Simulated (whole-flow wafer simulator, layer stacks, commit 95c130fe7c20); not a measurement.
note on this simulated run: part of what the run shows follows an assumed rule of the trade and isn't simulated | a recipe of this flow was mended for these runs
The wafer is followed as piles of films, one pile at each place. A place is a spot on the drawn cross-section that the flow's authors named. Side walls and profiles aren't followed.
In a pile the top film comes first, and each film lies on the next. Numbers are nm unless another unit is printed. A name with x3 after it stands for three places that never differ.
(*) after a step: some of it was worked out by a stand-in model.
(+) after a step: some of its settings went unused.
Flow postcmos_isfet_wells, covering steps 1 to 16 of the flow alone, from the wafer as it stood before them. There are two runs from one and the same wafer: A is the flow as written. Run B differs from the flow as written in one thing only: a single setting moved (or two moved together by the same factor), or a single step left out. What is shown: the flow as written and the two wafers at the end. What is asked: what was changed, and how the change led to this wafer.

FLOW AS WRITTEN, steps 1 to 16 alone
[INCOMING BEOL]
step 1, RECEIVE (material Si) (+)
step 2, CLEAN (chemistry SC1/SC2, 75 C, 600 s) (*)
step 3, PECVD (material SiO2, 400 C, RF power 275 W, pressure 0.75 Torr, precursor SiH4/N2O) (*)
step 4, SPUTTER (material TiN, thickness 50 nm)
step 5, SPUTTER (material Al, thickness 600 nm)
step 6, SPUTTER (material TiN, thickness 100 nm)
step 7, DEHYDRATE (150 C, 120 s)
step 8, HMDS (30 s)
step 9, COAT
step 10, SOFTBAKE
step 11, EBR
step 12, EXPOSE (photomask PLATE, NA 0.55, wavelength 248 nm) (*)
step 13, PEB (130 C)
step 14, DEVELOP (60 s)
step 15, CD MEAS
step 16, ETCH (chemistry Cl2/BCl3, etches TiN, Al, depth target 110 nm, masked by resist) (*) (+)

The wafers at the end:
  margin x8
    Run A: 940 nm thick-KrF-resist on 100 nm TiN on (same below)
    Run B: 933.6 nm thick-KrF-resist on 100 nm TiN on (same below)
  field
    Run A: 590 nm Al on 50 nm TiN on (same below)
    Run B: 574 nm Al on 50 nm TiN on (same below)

What caused this: step 16, ETCH: depth target 126 nm was run, while the flow as written has depth target 110 nm.

The path from the change to this, step by step:
  step 16, ETCH (chemistry Cl2/BCl3, etches TiN, Al, depth target 110 nm, masked by resist) (*) (+)
      margin x8: A thick-KrF-resist loses 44 | B thick-KrF-resist loses 50.4
      field: A TiN loses 100 (all of it), Al loses 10 | B TiN loses 100 (all of it), Al loses 26
